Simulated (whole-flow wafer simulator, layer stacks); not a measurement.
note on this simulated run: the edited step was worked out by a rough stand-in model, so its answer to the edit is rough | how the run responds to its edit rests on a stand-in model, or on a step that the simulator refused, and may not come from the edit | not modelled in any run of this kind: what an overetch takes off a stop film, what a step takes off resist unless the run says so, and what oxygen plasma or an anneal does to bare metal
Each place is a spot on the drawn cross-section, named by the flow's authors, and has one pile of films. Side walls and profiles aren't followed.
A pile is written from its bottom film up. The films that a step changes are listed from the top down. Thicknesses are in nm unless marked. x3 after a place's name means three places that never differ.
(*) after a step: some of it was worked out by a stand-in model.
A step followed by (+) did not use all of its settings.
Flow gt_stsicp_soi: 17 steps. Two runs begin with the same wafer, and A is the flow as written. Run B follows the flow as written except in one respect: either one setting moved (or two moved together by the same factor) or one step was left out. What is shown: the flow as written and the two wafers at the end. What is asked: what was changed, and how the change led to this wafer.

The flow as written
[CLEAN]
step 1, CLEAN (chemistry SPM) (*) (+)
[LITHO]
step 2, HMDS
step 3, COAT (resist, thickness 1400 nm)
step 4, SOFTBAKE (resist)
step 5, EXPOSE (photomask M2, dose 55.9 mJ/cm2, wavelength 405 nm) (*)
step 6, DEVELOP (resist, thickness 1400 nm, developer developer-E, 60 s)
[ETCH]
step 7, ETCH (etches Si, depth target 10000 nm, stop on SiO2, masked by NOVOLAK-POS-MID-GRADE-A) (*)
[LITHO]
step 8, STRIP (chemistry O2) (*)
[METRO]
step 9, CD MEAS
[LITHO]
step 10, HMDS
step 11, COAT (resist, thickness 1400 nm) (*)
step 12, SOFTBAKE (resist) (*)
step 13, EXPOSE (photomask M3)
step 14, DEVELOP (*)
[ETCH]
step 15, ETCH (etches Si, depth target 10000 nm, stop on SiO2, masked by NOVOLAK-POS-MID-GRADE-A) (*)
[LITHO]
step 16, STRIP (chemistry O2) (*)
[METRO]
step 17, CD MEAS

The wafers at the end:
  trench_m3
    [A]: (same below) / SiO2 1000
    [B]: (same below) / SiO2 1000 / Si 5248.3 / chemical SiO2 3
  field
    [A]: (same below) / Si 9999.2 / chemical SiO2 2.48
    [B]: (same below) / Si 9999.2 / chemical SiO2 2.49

Cause: step 15, ETCH: depth target 4750 nm was run, whereas the flow has depth target 10000 nm.

The path from the change to this, step by step:
  step 15, ETCH (etches Si, depth target 10000 nm, stop on SiO2, masked by NOVOLAK-POS-MID-GRADE-A) (*)
      trench_m3: A chemical SiO2 loses 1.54 (all of it), Si loses 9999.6 (all of it) | B chemical SiO2 loses 1.54 (all of it), Si loses 4750
      field, trench_m2: A resist loses 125 | B resist loses 59.4
  step 16, STRIP (chemistry O2) (*)
      trench_m3: A nothing | B chemical SiO2 gains 3 (new film), Si loses 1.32
      field: A resist loses 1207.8 (all of it), chemical SiO2 gains 0.94, Si loses 0.41 | B resist loses 1273.4 (all of it), chemical SiO2 gains 0.94, Si loses 0.42
